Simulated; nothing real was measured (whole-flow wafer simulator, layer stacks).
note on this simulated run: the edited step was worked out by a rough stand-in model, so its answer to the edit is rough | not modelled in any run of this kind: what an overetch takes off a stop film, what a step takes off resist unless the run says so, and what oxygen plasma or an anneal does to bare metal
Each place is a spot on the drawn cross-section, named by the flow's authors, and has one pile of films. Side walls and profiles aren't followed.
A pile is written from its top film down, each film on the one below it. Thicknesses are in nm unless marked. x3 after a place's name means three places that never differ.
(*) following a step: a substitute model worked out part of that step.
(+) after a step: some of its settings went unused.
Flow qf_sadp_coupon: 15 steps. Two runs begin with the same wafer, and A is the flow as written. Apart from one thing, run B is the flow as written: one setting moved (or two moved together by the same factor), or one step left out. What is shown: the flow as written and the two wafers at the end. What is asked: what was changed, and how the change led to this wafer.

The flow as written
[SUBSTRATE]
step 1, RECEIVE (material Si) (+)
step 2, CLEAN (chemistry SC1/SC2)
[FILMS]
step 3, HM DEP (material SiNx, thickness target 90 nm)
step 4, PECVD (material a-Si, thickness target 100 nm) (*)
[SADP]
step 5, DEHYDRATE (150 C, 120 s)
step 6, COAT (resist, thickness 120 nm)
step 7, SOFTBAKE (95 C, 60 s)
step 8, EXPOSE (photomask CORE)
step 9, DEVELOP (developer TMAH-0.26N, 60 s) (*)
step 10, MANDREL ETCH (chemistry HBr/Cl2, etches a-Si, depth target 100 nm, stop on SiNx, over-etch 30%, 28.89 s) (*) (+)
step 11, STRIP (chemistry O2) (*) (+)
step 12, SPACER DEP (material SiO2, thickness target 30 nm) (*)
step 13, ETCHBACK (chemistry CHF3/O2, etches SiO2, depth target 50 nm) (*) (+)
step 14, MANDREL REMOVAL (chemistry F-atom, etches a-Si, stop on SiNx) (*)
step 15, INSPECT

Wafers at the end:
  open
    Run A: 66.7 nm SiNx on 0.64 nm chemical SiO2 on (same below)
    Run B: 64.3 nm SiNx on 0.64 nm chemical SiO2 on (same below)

The reason: step 10, MANDREL ETCH: depth target 112.5 nm was run, though the flow has depth target 100 nm.

Step by step, how the change led to this:
  step 10, MANDREL ETCH (chemistry HBr/Cl2, etches a-Si, depth target 100 nm, stop on SiNx, over-etch 30%, 28.89 s) (*) (+)
      m: A resist loses 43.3 | B resist loses 48.8
      open: A a-Si loses 100 (all of it), SiNx loses 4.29 | B a-Si loses 100 (all of it), SiNx loses 6.61
  step 11, STRIP (chemistry O2) (*) (+)
      m: A chemical SiO2 gains 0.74 (new film), resist loses 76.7 (all of it), a-Si loses 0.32 | B chemical SiO2 gains 0.74 (new film), resist loses 71.2 (all of it), a-Si loses 0.33
